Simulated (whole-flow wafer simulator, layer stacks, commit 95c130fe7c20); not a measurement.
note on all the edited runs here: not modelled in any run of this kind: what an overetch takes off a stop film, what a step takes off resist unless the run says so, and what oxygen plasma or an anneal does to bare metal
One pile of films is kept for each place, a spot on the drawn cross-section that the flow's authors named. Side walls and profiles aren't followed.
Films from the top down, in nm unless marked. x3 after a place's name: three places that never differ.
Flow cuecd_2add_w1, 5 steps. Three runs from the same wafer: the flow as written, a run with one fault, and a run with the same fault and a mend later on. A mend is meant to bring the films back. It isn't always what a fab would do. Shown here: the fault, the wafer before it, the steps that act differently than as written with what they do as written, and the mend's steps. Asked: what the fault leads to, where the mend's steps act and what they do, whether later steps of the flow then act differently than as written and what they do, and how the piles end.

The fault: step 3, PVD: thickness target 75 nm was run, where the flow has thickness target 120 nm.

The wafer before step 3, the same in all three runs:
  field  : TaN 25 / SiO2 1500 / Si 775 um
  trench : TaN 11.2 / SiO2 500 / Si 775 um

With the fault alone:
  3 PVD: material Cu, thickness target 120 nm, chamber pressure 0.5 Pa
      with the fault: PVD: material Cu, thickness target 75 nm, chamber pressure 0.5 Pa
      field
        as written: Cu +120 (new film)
        with the fault: Cu +75 (new film)
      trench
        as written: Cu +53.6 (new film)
        with the fault: Cu +34 (new film)
  No later step of the flow acts differently than as written, at any place that is followed, by more than 2% or 0.5 nm, whichever is larger.
  At the end the piles differ from the flow's by more than 2% or 0.5 nm, whichever is larger, at field, trench.
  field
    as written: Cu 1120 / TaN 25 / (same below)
    with the fault: Cu 1075 / TaN 25 / (same below)
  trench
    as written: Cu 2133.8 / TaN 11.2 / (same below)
    with the fault: Cu 2088.8 / TaN 11.2 / (same below)

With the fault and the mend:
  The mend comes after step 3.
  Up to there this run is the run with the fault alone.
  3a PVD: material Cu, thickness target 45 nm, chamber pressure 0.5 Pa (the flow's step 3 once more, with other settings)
      field
        Cu +45
      trench
        Cu +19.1
  No later step of the flow acts differently than as written, at any place that is followed, by more than 2% or 0.5 nm, whichever is larger.
  At the end the piles are the same as the flow's at every place that both follow.
